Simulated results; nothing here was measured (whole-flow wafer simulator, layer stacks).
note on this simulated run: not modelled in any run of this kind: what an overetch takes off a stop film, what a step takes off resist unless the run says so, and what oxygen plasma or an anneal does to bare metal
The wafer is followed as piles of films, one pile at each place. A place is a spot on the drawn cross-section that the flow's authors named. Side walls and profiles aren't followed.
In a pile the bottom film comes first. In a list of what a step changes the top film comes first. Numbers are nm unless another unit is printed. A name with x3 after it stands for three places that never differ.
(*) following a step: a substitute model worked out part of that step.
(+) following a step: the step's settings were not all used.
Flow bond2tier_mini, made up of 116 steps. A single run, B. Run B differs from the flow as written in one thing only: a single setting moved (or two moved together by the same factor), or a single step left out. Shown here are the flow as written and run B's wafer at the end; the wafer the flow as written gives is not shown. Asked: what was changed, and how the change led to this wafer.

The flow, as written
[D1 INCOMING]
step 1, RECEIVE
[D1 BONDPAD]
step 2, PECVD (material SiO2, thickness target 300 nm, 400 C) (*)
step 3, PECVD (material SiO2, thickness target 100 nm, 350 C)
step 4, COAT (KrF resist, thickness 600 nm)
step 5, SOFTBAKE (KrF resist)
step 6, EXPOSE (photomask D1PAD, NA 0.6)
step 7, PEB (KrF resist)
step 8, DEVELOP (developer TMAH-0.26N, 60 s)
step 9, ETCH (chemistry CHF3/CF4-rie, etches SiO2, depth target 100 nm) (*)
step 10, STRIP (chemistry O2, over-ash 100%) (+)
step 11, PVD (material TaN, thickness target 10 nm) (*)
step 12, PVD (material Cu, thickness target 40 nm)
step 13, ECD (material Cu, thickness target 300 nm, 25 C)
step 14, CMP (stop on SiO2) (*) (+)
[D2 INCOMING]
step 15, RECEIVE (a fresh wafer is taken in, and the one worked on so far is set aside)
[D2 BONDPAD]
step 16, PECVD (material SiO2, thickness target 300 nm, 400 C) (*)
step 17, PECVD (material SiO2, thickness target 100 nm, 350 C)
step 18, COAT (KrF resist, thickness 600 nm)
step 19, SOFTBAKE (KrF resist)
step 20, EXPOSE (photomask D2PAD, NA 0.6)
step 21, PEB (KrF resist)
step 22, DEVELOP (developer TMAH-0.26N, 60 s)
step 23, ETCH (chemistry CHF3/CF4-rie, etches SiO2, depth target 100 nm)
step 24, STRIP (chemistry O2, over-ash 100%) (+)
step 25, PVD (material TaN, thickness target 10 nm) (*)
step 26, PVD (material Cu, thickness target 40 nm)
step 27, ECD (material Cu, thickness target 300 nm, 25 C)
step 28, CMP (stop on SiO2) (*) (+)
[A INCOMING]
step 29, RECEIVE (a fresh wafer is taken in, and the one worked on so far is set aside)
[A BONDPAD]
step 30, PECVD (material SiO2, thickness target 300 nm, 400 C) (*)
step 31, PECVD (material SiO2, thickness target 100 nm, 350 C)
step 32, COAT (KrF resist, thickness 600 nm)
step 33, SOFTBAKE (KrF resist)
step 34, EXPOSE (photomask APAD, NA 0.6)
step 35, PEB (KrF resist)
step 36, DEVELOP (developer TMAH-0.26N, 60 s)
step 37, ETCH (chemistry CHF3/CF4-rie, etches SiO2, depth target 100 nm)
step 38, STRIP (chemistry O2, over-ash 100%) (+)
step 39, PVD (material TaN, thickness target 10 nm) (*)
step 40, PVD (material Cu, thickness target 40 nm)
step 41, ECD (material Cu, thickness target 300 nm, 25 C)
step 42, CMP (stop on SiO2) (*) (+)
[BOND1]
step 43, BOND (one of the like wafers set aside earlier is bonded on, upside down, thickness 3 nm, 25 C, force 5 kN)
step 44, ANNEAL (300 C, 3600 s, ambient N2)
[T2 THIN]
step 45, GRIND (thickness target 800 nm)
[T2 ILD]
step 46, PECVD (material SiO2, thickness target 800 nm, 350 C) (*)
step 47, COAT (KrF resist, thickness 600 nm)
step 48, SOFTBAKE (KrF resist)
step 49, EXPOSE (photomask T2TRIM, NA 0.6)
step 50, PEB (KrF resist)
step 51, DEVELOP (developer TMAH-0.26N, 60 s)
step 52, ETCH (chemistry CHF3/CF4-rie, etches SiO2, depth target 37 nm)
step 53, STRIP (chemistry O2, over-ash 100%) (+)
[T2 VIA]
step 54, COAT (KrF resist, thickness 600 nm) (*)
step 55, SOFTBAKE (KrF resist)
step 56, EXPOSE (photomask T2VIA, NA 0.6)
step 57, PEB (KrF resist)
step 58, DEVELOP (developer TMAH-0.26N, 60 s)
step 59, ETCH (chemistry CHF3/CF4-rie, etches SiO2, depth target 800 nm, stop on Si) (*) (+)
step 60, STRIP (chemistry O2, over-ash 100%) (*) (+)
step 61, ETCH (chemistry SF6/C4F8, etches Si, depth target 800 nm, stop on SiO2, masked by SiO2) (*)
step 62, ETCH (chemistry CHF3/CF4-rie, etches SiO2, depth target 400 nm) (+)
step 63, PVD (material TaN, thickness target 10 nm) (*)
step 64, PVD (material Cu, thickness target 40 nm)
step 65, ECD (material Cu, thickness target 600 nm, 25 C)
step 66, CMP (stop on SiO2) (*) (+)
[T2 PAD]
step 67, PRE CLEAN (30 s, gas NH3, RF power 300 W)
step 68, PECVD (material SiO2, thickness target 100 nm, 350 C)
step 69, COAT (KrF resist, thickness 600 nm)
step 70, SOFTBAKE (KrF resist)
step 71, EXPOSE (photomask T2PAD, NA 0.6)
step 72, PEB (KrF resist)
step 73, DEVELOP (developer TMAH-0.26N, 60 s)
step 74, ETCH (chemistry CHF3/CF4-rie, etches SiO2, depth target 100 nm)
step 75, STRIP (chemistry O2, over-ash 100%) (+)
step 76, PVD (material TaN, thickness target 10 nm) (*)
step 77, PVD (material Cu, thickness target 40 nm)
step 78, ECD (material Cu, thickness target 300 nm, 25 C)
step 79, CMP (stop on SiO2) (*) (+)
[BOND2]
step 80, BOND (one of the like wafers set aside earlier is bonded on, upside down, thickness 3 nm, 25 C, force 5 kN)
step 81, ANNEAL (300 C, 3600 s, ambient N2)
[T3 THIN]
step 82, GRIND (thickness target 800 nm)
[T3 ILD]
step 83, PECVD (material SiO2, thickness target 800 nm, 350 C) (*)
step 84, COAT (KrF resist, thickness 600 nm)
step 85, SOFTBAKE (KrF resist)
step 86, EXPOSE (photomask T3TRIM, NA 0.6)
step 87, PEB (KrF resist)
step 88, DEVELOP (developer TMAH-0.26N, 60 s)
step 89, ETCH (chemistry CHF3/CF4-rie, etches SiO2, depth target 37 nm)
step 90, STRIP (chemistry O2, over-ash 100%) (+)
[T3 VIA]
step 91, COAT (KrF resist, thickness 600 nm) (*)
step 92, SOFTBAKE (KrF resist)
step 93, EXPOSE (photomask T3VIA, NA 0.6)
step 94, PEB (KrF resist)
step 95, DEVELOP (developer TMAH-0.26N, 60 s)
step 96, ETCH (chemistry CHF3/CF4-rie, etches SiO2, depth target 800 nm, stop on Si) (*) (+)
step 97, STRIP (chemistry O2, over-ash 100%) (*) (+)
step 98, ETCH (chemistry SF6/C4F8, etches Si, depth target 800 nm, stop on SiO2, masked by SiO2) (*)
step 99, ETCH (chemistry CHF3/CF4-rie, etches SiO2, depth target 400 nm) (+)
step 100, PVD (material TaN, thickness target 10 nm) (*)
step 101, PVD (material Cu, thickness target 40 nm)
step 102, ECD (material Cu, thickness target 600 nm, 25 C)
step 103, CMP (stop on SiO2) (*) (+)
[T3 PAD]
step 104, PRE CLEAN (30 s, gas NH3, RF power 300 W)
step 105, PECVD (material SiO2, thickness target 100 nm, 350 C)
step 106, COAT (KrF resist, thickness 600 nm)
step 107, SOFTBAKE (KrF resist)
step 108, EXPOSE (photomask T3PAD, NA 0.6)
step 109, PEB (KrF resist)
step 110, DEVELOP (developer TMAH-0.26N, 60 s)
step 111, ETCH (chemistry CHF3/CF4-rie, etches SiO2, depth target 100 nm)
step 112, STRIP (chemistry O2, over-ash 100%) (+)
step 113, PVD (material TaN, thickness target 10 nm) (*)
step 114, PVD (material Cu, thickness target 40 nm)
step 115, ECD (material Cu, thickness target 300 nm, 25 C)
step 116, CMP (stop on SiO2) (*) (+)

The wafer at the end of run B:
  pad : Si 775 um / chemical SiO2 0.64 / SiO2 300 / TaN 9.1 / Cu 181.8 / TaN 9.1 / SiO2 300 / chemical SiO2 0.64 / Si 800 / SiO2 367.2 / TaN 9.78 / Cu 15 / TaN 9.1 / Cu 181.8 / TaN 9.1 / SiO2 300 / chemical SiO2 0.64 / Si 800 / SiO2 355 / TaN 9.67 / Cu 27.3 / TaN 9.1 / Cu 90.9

Cause: step 52, ETCH: depth target 24.8 nm was run, whereas the flow has depth target 37 nm.

How this came from the change, step by step:
  step 52, ETCH (chemistry CHF3/CF4-rie, etches SiO2, depth target 37 nm)
      pad, via: -24.8 SiO2 (as written it would have been: -37 SiO2)
      field: -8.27 KrF resist (as written it would have been: -12.3 KrF resist)
  step 65, ECD (material Cu, thickness target 600 nm, 25 C)
      pad: +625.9 Cu (as written it would have been: +638.7 Cu)
